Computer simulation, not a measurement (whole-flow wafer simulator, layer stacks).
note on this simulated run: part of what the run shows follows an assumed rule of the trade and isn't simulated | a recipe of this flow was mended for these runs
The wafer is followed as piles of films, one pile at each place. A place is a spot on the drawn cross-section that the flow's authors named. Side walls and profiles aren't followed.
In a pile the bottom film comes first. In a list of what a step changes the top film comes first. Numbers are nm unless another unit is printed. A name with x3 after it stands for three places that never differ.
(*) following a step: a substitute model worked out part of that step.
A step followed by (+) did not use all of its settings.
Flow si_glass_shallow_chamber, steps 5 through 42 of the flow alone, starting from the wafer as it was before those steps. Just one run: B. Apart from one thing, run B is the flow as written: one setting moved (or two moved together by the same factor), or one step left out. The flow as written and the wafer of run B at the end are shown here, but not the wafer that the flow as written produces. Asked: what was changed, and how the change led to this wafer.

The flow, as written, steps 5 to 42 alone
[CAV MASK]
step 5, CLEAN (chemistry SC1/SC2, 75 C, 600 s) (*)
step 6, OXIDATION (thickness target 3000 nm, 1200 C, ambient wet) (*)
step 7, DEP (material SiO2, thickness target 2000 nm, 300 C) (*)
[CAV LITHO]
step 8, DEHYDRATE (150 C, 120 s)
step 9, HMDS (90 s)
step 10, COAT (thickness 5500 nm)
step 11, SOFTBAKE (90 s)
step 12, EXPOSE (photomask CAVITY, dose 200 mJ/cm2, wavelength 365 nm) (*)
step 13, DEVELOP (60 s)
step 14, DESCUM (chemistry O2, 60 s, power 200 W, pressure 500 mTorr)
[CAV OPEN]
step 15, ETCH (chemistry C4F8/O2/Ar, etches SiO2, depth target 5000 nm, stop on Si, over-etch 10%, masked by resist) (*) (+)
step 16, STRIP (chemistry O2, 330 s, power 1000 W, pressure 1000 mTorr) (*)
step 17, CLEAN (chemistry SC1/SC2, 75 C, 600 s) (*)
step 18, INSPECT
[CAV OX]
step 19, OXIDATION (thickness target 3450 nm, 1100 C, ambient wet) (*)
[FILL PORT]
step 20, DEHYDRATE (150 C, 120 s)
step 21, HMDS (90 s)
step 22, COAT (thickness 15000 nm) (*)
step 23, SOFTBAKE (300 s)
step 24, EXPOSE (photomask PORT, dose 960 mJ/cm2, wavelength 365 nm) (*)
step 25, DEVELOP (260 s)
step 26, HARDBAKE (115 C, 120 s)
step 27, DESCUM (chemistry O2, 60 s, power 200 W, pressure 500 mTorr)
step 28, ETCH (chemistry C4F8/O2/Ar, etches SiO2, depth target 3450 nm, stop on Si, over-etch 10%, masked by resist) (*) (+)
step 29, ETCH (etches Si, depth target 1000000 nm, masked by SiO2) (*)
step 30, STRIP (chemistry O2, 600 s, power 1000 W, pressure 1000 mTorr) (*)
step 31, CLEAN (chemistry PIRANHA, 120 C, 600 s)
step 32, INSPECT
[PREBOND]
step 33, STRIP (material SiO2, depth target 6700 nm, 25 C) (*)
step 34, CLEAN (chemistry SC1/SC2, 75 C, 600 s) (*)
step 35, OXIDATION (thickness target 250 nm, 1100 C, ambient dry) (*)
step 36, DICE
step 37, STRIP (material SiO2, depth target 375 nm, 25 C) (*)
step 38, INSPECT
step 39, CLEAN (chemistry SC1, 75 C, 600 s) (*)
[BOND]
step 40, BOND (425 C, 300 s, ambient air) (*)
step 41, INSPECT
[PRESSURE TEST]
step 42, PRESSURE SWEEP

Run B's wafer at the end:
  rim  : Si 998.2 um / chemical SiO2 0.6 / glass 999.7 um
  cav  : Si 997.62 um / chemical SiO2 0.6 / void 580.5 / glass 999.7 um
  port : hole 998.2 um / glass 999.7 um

Cause: step 7, DEP: thickness target 4300 nm was run, whereas the flow has thickness target 2000 nm.

Step by step, how the change led to this:
  step 7, DEP (material SiO2, thickness target 2000 nm, 300 C) (*)
      rim, ramp, cav, port, septum, ring: +4300 SiO2 (it would be, as written: +2000 SiO2)
  step 15, ETCH (chemistry C4F8/O2/Ar, etches SiO2, depth target 5000 nm, stop on Si, over-etch 10%, masked by resist) (*) (+)
      cav, port: -5500 SiO2 (it would be, as written: -5000 SiO2 (all of it), -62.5 Si)
  step 16, STRIP (chemistry O2, 330 s, power 1000 W, pressure 1000 mTorr) (*)
      cav, port: nothing (it would be, as written: +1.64 chemical SiO2 (new film), -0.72 Si)
  step 17, CLEAN (chemistry SC1/SC2, 75 C, 600 s) (*)
      cav, port: -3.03 SiO2 (it would be, as written: -1.04 chemical SiO2, -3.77 Si)
  step 19, OXIDATION (thickness target 3450 nm, 1100 C, ambient wet) (*)
      cav, port: +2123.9 SiO2, -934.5 Si (it would be, as written: +3450 SiO2 (new film), -0.6 chemical SiO2 (all of it), -1517.7 Si)
      rim, ramp, septum, ring: +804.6 SiO2, -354 Si (it would be, as written: +1110.9 SiO2, -488.8 Si)
  step 22, COAT (thickness 15000 nm) (*)
      rim: +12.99 um thick-i-line-resist (new film) (it would be, as written: +13.4 um thick-i-line-resist (new film))
      ramp: +12.35 um thick-i-line-resist (new film) (it would be, as written: +12.89 um thick-i-line-resist (new film))
      (also at 4 further places)
  step 23, SOFTBAKE (300 s)
      rim: -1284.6 thick-i-line-resist (it would be, as written: -997 thick-i-line-resist)
      ramp: -642.4 thick-i-line-resist (it would be, as written: -487.1 thick-i-line-resist)
      (also at 4 further places)
  step 25, DEVELOP (260 s)
      port: -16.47 um thick-i-line-resist (all of it) (it would be, as written: -16.16 um thick-i-line-resist (all of it))
  step 26, HARDBAKE (115 C, 120 s)
      rim, ramp: -90 thick-i-line-resist (it would be, as written: -98.2 thick-i-line-resist)
      cav: -151.4 thick-i-line-resist (it would be, as written: -147.1 thick-i-line-resist)
  step 28, ETCH (chemistry C4F8/O2/Ar, etches SiO2, depth target 3450 nm, stop on Si, over-etch 10%, masked by resist) (*) (+)
      port: -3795 SiO2 (it would be, as written: -3450 SiO2 (all of it), -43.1 Si)
  step 29, ETCH (etches Si, depth target 1000000 nm, masked by SiO2) (*)
      port: +997.87 um hole (new film), -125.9 SiO2 (all of it), -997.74 um Si (all of it) (it would be, as written: +997.05 um hole (new film), -997.05 um Si (all of it))
      rim, ramp: -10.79 um thick-i-line-resist (all of it), -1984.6 SiO2 (it would be, as written: -11.47 um thick-i-line-resist (all of it), -1617.3 SiO2)
      (also at 2 further places)
  step 30, STRIP (chemistry O2, 600 s, power 1000 W, pressure 1000 mTorr) (*)
      cav: -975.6 thick-i-line-resist (all of it) (it would be, as written: -669.6 thick-i-line-resist (all of it))
  step 33, STRIP (material SiO2, depth target 6700 nm, 25 C) (*)
      rim, ramp: -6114 SiO2 (all of it) (it would be, as written: -4487.5 SiO2 (all of it))
      cav: -3920.9 SiO2 (all of it) (it would be, as written: -3450 SiO2 (all of it))
      (also at 2 further places)
  step 40, BOND (425 C, 300 s, ambient air) (*)
      cav: +999.7 um glass (new film), +580.5 void (new film) (it would be, as written: +999.7 um glass (new film), +1095.9 void (new film))
      port: +999.7 um glass (new film), +332.8 hole (it would be, as written: +999.7 um glass (new film), +1017.3 hole)
